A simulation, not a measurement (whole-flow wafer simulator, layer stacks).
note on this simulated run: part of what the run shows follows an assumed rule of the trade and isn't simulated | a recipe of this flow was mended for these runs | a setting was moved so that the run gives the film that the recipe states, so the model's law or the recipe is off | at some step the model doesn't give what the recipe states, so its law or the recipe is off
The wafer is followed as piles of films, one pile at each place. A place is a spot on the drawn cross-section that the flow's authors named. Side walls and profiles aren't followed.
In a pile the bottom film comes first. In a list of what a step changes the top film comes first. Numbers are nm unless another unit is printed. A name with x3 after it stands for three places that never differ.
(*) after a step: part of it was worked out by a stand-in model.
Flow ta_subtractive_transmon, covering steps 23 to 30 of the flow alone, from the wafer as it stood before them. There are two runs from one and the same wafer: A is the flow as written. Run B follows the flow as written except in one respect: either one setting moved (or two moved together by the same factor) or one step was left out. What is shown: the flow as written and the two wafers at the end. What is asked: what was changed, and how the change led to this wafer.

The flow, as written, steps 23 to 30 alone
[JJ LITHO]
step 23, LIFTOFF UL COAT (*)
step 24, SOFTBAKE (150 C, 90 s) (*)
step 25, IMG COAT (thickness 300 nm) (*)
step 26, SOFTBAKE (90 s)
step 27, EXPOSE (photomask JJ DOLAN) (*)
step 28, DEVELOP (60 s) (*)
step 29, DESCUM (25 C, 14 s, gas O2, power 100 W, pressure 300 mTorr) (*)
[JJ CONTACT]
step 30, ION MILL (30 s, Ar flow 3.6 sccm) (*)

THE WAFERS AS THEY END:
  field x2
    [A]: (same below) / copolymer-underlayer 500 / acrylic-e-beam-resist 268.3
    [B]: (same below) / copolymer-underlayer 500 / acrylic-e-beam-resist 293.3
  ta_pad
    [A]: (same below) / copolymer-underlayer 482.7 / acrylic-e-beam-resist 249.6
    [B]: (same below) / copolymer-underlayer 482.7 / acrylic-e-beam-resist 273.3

What caused this: step 25, IMG COAT: thickness 325 nm was run, though the flow has thickness 300 nm.

Step by step, how the change led to this:
  step 25, IMG COAT (thickness 300 nm) (*)
      field x2, jj_line: A acrylic-e-beam-resist gains 300 (new film) | B acrylic-e-beam-resist gains 325 (new film)
      lead: A acrylic-e-beam-resist gains 312.5 (new film) | B acrylic-e-beam-resist gains 338.3 (new film)
      (also at 2 further places)
  step 28, DEVELOP (60 s) (*)
      jj_line: A acrylic-e-beam-resist loses 300 (all of it), copolymer-underlayer loses 500 (all of it) | B acrylic-e-beam-resist loses 325 (all of it), copolymer-underlayer loses 500 (all of it)
      lead: A acrylic-e-beam-resist loses 312.5 (all of it), copolymer-underlayer loses 554.7 (all of it) | B acrylic-e-beam-resist loses 338.3 (all of it), copolymer-underlayer loses 554.7 (all of it)
      (also at 1 further place)
